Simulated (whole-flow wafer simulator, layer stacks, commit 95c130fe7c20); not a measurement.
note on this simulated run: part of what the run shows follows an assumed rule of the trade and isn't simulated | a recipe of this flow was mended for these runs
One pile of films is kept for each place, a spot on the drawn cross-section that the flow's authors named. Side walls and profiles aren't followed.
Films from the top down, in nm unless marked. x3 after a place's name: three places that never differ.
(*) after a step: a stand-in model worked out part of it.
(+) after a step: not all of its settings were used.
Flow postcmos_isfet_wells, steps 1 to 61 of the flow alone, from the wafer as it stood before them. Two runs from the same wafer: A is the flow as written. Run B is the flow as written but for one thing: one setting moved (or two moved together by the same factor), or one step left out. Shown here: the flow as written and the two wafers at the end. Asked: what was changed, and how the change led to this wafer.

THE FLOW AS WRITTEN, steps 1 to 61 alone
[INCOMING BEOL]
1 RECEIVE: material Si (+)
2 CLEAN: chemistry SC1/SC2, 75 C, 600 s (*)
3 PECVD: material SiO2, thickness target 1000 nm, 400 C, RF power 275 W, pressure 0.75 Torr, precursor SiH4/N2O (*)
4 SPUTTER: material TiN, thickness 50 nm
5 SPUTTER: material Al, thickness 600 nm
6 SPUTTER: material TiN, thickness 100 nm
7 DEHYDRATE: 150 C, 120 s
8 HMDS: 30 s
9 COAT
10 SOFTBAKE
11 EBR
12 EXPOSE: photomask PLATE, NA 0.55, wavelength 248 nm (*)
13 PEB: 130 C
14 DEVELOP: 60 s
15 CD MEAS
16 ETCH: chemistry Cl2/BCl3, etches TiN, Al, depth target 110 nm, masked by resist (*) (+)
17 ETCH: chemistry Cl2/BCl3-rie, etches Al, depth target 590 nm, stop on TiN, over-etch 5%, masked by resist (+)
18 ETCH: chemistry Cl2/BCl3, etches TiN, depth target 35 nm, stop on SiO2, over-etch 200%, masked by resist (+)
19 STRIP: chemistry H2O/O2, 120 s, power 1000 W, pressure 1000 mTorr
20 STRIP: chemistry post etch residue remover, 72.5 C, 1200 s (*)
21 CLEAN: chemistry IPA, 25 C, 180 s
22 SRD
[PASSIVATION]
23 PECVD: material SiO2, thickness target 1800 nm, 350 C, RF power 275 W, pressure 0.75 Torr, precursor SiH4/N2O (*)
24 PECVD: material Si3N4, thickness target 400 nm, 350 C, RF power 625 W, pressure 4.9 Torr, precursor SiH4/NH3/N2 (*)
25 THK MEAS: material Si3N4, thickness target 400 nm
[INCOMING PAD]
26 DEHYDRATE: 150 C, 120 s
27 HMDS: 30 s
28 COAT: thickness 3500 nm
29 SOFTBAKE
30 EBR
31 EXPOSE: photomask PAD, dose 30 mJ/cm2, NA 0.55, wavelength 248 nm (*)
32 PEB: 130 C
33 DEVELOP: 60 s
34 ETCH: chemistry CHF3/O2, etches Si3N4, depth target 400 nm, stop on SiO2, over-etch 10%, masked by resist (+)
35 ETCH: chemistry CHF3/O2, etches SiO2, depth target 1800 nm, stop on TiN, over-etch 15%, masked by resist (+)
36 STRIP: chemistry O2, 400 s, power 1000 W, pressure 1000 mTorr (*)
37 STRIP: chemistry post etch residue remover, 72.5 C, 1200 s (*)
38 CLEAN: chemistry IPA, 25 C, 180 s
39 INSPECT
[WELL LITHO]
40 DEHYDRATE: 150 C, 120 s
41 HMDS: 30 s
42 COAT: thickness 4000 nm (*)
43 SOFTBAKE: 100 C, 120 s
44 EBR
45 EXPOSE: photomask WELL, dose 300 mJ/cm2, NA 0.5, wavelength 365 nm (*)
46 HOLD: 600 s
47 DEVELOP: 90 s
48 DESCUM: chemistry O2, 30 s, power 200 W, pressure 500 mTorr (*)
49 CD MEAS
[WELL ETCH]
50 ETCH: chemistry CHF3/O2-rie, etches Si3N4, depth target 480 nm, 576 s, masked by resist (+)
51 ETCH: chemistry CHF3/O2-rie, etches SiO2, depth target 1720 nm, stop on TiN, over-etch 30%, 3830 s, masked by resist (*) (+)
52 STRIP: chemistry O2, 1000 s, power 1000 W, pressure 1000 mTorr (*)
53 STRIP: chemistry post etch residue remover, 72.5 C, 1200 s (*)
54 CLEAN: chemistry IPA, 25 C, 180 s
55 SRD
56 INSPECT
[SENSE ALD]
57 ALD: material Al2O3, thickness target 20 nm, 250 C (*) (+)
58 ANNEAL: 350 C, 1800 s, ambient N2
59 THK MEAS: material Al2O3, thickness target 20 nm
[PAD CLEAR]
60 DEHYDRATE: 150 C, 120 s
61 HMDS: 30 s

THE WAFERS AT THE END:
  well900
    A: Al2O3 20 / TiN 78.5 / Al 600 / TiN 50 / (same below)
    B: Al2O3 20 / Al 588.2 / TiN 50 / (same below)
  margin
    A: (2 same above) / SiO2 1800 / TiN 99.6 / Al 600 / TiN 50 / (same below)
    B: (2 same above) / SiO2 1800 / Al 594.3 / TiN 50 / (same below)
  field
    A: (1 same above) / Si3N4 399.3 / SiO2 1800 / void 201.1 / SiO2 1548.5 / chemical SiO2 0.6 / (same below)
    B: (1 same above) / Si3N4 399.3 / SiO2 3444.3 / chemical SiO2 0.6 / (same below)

The cause: step 6, SPUTTER: material TiN, thickness 100 nm, was left out.

How the change led to this, step by step:
  16 ETCH: chemistry Cl2/BCl3, etches TiN, Al, depth target 110 nm, masked by resist (*) (+)
      field: A TiN -100 (all of it), Al -10 | B Al -110
  17 ETCH: chemistry Cl2/BCl3-rie, etches Al, depth target 590 nm, stop on TiN, over-etch 5%, masked by resist (+)
      field: A Al -590 (all of it), TiN -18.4 | B Al -490 (all of it), TiN -50 (all of it), SiO2 -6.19
      margin, well900, well1300, well2000, well3000, pad_rim, pad_clr, pad_open: A thick-KrF-resist -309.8 | B thick-KrF-resist -257.2
  18 ETCH: chemistry Cl2/BCl3, etches TiN, depth target 35 nm, stop on SiO2, over-etch 200%, masked by resist (+)
      field: A TiN -31.6 (all of it), SiO2 -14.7 | B SiO2 -7
      margin, well900, well1300, well2000, well3000, pad_rim, pad_clr, pad_open: A thick-KrF-resist -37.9 | B thick-KrF-resist -42
  19 STRIP: chemistry H2O/O2, 120 s, power 1000 W, pressure 1000 mTorr
      margin, well900, well1300, well2000, well3000, pad_rim, pad_clr, pad_open: A thick-KrF-resist -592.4 (all of it) | B thick-KrF-resist -640.7 (all of it)
  20 STRIP: chemistry post etch residue remover, 72.5 C, 1200 s (*)
      margin, well900, well1300, well2000, well3000, pad_rim, pad_clr, pad_open: A TiN -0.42 | B Al -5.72
  23 PECVD: material SiO2, thickness target 1800 nm, 350 C, RF power 275 W, pressure 0.75 Torr, precursor SiH4/N2O (*)
      field: A SiO2 +1800 (new film), void +201.1 (new film), SiO2 +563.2 | B SiO2 +2457.5
  35 ETCH: chemistry CHF3/O2, etches SiO2, depth target 1800 nm, stop on TiN, over-etch 15%, masked by resist (+)
      pad_open: A SiO2 -1780 (all of it), TiN -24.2 | B SiO2 -1780 (all of it), Al -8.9
  37 STRIP: chemistry post etch residue remover, 72.5 C, 1200 s (*)
      pad_open: A TiN -0.42 | B Al -5.72
  51 ETCH: chemistry CHF3/O2-rie, etches SiO2, depth target 1720 nm, stop on TiN, over-etch 30%, 3830 s, masked by resist (*) (+)
      well900, well1300, well2000, well3000: A SiO2 -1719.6 (all of it), TiN -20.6 | B SiO2 -1719.6 (all of it), Al -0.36
  53 STRIP: chemistry post etch residue remover, 72.5 C, 1200 s (*)
      well900, well1300, well2000, well3000, pad_open: A TiN -0.42 | B Al -5.72
